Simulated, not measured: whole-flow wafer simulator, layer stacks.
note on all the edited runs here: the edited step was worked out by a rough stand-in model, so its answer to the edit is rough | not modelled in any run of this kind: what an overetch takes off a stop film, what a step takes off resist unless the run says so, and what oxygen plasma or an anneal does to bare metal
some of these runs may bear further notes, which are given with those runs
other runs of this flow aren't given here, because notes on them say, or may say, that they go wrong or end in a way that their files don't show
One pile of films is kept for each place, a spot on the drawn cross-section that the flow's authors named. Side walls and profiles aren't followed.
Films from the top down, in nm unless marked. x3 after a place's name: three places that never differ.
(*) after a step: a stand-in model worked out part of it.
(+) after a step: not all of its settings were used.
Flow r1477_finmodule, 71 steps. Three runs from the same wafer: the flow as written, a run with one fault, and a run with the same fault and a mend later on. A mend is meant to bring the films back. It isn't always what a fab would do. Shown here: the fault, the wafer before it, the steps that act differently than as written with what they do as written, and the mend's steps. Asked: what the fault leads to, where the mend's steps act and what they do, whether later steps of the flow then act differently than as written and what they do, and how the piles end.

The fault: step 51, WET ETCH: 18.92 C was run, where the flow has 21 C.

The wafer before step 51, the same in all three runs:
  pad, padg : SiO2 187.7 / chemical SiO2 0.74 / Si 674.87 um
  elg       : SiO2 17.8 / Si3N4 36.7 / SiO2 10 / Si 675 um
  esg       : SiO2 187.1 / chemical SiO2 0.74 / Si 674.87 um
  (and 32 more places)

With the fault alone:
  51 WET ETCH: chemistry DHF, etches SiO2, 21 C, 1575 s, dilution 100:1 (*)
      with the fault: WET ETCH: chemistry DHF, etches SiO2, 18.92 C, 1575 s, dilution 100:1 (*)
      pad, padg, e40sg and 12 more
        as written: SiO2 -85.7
        with the fault: SiO2 -78.7
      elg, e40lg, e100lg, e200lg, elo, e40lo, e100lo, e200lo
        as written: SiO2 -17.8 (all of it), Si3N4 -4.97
        with the fault: SiO2 -17.8 (all of it), Si3N4 -4.2
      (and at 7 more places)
  Later steps of the flow that act differently than as written (1 more step differs only slightly, by at most 2% or 0.5 nm, whichever is larger, and isn't shown):
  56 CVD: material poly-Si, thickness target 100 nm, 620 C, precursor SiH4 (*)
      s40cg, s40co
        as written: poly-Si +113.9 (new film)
        with the fault: poly-Si +107.4 (new film)
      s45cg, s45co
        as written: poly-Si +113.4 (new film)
        with the fault: poly-Si +106.9 (new film)
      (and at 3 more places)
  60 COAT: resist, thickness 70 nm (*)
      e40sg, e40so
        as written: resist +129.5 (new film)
        with the fault: resist +123.6 (new film)
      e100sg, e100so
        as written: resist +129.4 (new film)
        with the fault: resist +123.5 (new film)
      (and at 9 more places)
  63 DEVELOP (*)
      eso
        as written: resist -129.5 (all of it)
        with the fault: resist -123.5 (all of it)
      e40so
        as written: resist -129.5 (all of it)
        with the fault: resist -123.6 (all of it)
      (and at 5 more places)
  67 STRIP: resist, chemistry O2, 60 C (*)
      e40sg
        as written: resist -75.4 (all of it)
        with the fault: resist -69.4 (all of it)
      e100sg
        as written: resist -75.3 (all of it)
        with the fault: resist -69.4 (all of it)
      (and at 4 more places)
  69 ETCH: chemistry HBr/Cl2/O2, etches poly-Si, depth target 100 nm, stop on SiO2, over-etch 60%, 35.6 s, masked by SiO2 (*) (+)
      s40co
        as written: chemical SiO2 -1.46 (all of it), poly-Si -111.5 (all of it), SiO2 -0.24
        with the fault: chemical SiO2 -1.43 (all of it), poly-Si -105 (all of it), SiO2 -0.27
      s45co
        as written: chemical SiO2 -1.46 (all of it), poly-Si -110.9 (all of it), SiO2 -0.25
        with the fault: chemical SiO2 -1.43 (all of it), poly-Si -104.5 (all of it), SiO2 -0.28
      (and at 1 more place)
  At the end the piles differ from the flow's by more than 2% or 0.5 nm, whichever is larger, at pad, padg, elg and 27 more.
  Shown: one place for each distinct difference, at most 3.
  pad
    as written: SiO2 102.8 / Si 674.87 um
    with the fault: SiO2 109.8 / Si 674.87 um
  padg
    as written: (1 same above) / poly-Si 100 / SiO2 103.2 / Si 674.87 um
    with the fault: (1 same above) / poly-Si 100 / SiO2 110.2 / Si 674.87 um
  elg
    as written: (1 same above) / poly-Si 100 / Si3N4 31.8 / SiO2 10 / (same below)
    with the fault: (1 same above) / poly-Si 100 / Si3N4 32.5 / SiO2 10 / (same below)

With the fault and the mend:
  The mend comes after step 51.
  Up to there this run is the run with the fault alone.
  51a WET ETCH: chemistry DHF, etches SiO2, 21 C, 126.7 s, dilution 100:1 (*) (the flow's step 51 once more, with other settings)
      pad, padg, e40sg and 12 more
        SiO2 -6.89
      elg, e40lg, e100lg, e200lg, elo, e40lo, e100lo, e200lo
        Si3N4 -0.6
      esg, s40cg, s45cg, s50cg, s40co, s45co, s50co
        SiO2 -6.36
  No later step of the flow acts differently than as written, at any place that is followed, by more than 2% or 0.5 nm, whichever is larger.
  At the end the piles differ from the flow's only slightly at the places that both follow, by at most 2% or 0.5 nm, whichever is larger.
